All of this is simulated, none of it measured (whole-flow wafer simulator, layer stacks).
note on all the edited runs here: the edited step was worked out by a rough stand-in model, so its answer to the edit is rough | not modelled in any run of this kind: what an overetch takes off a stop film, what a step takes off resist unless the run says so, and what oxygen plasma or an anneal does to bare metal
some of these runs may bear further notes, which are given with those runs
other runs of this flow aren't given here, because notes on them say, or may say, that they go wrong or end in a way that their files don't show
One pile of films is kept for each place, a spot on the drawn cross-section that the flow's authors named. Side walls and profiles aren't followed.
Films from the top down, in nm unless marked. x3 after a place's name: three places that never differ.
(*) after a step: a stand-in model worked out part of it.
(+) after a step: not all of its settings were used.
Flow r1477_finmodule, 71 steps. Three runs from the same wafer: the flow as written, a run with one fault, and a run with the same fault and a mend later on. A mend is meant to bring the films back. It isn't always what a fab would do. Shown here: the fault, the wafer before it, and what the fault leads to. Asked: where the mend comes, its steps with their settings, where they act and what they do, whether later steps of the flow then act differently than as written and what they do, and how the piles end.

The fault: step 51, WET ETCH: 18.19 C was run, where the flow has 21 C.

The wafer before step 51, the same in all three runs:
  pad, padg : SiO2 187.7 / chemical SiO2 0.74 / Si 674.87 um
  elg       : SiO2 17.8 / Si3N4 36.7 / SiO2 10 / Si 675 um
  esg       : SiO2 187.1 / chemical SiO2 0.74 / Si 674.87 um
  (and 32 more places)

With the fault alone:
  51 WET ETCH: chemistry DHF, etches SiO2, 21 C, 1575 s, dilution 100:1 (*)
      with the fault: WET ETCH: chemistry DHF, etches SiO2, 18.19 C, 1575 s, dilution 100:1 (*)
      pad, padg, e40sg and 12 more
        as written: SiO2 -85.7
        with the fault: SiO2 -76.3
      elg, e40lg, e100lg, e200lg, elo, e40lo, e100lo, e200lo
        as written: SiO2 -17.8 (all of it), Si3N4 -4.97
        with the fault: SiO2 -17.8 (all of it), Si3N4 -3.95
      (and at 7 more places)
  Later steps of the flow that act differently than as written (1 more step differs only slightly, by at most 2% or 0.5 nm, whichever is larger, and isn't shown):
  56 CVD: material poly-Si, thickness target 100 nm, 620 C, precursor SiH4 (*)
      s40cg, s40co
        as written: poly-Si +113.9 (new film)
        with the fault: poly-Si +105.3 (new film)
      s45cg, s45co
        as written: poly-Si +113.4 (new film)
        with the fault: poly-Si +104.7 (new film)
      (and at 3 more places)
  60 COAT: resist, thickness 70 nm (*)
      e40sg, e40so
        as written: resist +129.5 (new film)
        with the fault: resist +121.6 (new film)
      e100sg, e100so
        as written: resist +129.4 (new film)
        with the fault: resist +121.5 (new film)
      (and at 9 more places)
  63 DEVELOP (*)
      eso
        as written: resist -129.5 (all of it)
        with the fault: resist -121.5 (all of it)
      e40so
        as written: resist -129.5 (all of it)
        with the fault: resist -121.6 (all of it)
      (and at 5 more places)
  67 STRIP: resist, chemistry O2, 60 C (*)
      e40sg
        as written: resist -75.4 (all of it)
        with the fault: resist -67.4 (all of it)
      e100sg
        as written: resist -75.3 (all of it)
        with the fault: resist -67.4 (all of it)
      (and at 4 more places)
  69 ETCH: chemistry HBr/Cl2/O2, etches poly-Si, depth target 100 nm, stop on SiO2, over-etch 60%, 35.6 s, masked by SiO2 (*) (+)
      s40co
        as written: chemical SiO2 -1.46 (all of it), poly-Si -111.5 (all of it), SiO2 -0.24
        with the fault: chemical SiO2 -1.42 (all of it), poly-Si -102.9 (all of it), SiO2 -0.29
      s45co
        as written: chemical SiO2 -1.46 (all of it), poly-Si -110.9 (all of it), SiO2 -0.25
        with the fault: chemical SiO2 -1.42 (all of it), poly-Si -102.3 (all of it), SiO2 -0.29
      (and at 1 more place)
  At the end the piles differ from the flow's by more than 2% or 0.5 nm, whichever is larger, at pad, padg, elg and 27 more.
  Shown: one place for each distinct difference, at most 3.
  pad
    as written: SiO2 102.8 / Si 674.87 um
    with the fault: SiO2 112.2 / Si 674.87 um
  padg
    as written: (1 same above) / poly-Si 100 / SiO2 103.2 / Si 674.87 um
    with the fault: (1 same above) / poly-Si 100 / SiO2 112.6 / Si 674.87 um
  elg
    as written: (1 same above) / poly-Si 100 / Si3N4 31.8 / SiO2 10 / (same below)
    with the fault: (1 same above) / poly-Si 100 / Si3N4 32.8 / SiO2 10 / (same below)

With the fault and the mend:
  The mend comes after step 51.
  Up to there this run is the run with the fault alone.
  51a WET ETCH: chemistry DHF, etches SiO2, 21 C, 169.2 s, dilution 100:1 (*) (the flow's step 51 once more, with other settings)
      pad, padg, e40sg and 12 more
        SiO2 -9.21
      elg, e40lg, e100lg, e200lg, elo, e40lo, e100lo, e200lo
        Si3N4 -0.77
      esg, s40cg, s45cg, s50cg, s40co, s45co, s50co
        SiO2 -8.5
  No later step of the flow acts differently than as written, at any place that is followed, by more than 2% or 0.5 nm, whichever is larger.
  At the end the piles differ from the flow's only slightly at the places that both follow, by at most 2% or 0.5 nm, whichever is larger.
